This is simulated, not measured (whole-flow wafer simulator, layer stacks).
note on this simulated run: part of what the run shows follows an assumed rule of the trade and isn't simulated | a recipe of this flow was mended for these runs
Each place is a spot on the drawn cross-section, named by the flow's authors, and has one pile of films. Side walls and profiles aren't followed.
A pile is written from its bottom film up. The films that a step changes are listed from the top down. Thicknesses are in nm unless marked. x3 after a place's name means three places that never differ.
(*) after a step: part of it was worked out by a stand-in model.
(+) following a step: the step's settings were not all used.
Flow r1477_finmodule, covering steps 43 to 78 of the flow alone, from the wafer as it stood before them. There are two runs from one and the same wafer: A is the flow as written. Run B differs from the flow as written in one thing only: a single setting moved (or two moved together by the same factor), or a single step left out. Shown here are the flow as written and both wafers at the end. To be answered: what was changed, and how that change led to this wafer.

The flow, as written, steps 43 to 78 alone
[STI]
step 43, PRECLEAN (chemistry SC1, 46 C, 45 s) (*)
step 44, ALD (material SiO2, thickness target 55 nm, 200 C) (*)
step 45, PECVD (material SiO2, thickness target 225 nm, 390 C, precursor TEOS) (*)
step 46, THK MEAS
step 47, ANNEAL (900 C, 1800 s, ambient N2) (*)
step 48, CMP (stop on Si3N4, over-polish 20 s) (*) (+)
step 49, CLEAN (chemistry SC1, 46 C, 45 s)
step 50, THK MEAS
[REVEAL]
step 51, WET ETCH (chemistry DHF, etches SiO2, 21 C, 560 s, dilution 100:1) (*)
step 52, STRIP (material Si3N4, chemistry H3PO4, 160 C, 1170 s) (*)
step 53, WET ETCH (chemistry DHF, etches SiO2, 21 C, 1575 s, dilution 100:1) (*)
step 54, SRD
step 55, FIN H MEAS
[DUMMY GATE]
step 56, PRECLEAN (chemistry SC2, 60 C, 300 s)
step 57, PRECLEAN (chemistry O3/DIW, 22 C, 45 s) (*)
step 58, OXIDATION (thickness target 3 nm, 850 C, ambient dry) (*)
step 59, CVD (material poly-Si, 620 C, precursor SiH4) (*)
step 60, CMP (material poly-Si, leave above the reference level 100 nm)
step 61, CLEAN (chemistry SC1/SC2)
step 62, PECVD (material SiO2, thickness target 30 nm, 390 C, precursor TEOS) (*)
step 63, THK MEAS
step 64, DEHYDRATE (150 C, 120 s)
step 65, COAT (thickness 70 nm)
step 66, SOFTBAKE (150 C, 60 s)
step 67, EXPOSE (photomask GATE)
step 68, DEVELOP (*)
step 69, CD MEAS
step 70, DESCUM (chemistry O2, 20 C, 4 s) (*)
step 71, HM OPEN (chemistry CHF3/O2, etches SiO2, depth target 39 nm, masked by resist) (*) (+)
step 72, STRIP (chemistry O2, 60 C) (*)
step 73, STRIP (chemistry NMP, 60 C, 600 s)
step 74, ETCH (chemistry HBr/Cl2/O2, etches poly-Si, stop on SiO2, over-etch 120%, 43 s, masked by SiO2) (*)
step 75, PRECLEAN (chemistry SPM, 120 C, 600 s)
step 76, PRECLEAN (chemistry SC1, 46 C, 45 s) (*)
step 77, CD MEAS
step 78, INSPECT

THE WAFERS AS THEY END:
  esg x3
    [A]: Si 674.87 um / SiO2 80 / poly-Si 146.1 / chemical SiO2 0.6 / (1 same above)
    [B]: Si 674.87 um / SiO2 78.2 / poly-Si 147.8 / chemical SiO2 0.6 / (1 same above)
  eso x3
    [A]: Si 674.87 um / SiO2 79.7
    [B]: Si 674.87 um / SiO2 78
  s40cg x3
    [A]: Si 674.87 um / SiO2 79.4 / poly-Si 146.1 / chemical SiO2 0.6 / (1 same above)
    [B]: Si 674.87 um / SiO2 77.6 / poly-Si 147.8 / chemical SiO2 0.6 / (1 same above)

What caused this: step 51, WET ETCH: 22.5 C was run, whereas the flow has 21 C.

The path from the change to this, step by step:
  step 51, WET ETCH (chemistry DHF, etches SiO2, 21 C, 560 s, dilution 100:1) (*)
      esg x3, e200sg, s40cg x3, s40sg x3, eso x3, e200so, s40co x3, s40so x3: A -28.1 SiO2 | B -29.9 SiO2
      pad, padg: A -30.5 SiO2 | B -32.4 SiO2
  step 60, CMP (material poly-Si, leave above the reference level 100 nm)
      pad, padg: A -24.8 poly-Si | B -22.9 poly-Si
